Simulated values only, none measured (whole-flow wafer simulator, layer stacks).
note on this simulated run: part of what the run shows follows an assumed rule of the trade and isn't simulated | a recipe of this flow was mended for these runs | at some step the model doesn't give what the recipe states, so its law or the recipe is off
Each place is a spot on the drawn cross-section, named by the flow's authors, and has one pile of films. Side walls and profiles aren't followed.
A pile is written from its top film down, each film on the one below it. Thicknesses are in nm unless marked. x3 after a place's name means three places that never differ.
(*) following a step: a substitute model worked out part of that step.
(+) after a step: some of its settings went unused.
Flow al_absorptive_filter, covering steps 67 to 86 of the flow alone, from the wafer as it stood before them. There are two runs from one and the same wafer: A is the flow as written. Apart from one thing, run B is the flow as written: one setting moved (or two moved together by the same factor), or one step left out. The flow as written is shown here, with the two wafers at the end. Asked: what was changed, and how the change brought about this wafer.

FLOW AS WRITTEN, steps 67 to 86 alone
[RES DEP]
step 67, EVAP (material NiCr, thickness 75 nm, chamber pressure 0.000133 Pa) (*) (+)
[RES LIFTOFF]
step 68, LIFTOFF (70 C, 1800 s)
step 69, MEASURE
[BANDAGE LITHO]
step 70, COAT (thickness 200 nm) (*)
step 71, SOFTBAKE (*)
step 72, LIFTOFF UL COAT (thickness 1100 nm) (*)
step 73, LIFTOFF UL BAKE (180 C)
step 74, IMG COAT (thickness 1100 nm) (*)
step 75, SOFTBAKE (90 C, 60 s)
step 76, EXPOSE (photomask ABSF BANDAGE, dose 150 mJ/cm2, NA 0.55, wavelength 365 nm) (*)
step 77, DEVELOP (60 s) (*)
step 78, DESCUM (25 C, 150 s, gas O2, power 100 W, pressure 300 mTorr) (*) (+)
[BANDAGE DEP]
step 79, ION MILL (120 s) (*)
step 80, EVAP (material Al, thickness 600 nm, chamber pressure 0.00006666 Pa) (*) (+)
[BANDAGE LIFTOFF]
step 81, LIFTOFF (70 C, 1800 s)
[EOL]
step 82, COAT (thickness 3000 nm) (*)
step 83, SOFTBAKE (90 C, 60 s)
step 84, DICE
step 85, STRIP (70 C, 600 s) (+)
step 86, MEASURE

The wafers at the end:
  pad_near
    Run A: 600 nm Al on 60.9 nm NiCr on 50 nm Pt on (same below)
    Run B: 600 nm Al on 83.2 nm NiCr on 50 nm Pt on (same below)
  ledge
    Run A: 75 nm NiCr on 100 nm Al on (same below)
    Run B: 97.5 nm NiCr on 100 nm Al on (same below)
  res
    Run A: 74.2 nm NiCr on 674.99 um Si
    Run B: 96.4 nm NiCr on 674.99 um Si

The reason: step 67, EVAP: thickness 97.5 nm was run, while the flow as written has thickness 75 nm.
One can read it off the wafer: ledge has NiCr 97.5, and step 67 as written asks for 75 nm.

How this came from the change, step by step:
  step 67, EVAP (material NiCr, thickness 75 nm, chamber pressure 0.000133 Pa) (*) (+)
      gnd, pad_far, ledge and 9 more: A +75 NiCr (new film) | B +97.5 NiCr (new film)
      pad_near: A +74.2 NiCr (new film) | B +96.5 NiCr (new film)
      (also at 1 further place)
  step 68, LIFTOFF (70 C, 1800 s)
      xa_field, xl_land, idc_field: A -75 NiCr (all of it), -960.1 i-line-resist (all of it), -1100 lift-off-underlayer (all of it), -200 acrylic-e-beam-resist (all of it) | B -97.5 NiCr (all of it), -960.1 i-line-resist (all of it), -1100 lift-off-underlayer (all of it), -200 acrylic-e-beam-resist (all of it)
      gnd: A -75 NiCr (all of it), -959.5 i-line-resist (all of it), -1100.9 lift-off-underlayer (all of it), -200.6 acrylic-e-beam-resist (all of it) | B -97.5 NiCr (all of it), -959.5 i-line-resist (all of it), -1100.9 lift-off-underlayer (all of it), -200.6 acrylic-e-beam-resist (all of it)
      (also at 7 further places)
  step 83, SOFTBAKE (90 C, 60 s)
      pad_near: A -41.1 i-line-resist | B -42.6 i-line-resist
      ledge: A -22.2 i-line-resist | B -23.8 i-line-resist
      (also at 1 further place)
